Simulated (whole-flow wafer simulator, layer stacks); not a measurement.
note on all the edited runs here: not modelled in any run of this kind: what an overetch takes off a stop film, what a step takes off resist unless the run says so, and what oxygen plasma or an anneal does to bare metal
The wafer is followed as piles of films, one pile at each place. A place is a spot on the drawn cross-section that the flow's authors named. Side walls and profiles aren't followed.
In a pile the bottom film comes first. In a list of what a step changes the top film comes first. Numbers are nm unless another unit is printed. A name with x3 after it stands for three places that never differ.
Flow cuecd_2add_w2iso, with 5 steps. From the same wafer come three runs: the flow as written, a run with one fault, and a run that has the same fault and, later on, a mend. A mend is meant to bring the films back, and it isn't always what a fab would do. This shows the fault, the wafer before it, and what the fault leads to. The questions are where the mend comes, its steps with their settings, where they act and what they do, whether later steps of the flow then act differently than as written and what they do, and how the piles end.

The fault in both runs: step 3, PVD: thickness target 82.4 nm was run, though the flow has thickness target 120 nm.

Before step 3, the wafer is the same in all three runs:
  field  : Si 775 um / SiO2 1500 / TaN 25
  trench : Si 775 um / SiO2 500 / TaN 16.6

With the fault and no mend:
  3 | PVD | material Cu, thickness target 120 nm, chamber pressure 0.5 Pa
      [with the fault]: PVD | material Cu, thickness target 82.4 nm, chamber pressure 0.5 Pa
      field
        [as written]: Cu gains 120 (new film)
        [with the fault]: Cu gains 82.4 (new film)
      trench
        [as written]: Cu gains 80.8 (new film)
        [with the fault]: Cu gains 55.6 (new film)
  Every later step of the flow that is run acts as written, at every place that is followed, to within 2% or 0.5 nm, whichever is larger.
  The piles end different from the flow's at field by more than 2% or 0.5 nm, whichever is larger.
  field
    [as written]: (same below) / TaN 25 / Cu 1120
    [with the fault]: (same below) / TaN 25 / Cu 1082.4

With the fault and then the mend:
  The mend follows step 3.
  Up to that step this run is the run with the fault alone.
  3a | PVD | material Cu, thickness target 37.6 nm, chamber pressure 0.5 Pa (the flow's step 3, run once more with other settings)
      field
        Cu gains 37.6
      trench
        Cu gains 24.8
  Every later step of the flow that is run acts as written, at every place that is followed, to within 2% or 0.5 nm, whichever is larger.
  By the end, the piles equal the flow's at every place that both follow.
